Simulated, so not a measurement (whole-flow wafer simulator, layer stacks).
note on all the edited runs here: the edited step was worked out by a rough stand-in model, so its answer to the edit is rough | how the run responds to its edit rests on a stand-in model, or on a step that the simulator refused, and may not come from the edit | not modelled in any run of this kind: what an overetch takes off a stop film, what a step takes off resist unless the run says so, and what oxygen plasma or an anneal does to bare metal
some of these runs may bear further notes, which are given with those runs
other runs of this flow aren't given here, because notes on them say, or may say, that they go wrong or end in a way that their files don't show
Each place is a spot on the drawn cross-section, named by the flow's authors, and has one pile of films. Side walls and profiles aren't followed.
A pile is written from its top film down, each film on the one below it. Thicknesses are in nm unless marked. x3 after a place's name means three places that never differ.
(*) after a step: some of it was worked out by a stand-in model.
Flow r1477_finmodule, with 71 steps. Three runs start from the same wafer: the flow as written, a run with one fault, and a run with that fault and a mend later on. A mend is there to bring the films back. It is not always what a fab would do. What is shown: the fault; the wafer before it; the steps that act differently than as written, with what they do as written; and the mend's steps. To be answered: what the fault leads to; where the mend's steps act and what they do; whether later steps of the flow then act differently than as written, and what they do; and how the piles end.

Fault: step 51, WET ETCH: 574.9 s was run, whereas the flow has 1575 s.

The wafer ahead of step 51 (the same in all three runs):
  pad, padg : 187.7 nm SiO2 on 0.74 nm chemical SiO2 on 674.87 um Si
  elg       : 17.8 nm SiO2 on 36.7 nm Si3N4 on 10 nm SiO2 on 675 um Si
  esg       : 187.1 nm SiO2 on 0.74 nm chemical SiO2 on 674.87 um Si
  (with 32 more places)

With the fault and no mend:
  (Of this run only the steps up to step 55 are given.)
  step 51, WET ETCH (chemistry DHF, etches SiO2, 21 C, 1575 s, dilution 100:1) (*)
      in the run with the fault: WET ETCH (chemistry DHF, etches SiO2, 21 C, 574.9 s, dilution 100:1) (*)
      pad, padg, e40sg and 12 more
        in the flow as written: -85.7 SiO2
        in the run with the fault: -31.3 SiO2
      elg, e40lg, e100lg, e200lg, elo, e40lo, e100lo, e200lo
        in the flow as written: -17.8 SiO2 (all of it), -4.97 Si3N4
        in the run with the fault: -17.8 SiO2 (all of it), -0.89 Si3N4
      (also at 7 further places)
  Every later step of the flow up to step 55 that is run acts as written, at every place that is followed, to within 2% or 0.5 nm, whichever is larger.
  After step 55, at pad, padg, elg and 27 more, the piles differ from the flow's by more than 2% or 0.5 nm, whichever is larger.
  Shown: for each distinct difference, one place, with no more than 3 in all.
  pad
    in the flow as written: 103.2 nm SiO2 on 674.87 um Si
    in the run with the fault: 157.6 nm SiO2 on 674.87 um Si
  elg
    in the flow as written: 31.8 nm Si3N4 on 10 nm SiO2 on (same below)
    in the run with the fault: 35.8 nm Si3N4 on 10 nm SiO2 on (same below)
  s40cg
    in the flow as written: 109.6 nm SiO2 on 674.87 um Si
    in the run with the fault: 159.8 nm SiO2 on 674.87 um Si

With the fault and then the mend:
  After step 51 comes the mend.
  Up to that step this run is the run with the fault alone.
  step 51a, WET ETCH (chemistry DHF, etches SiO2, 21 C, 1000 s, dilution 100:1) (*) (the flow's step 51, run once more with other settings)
      pad, padg, e40sg and 12 more
        -54.4 SiO2
      elg, e40lg, e100lg, e200lg, elo, e40lo, e100lo, e200lo
        -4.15 Si3N4
      esg, s40cg, s45cg, s50cg, s40co, s45co, s50co
        -50.2 SiO2
  Every later step of the flow that is run acts as written, at every place that is followed, to within 2% or 0.5 nm, whichever is larger.
  At the end the piles are close to the flow's at the places that both follow, differing by at most 2% or 0.5 nm, whichever is larger.
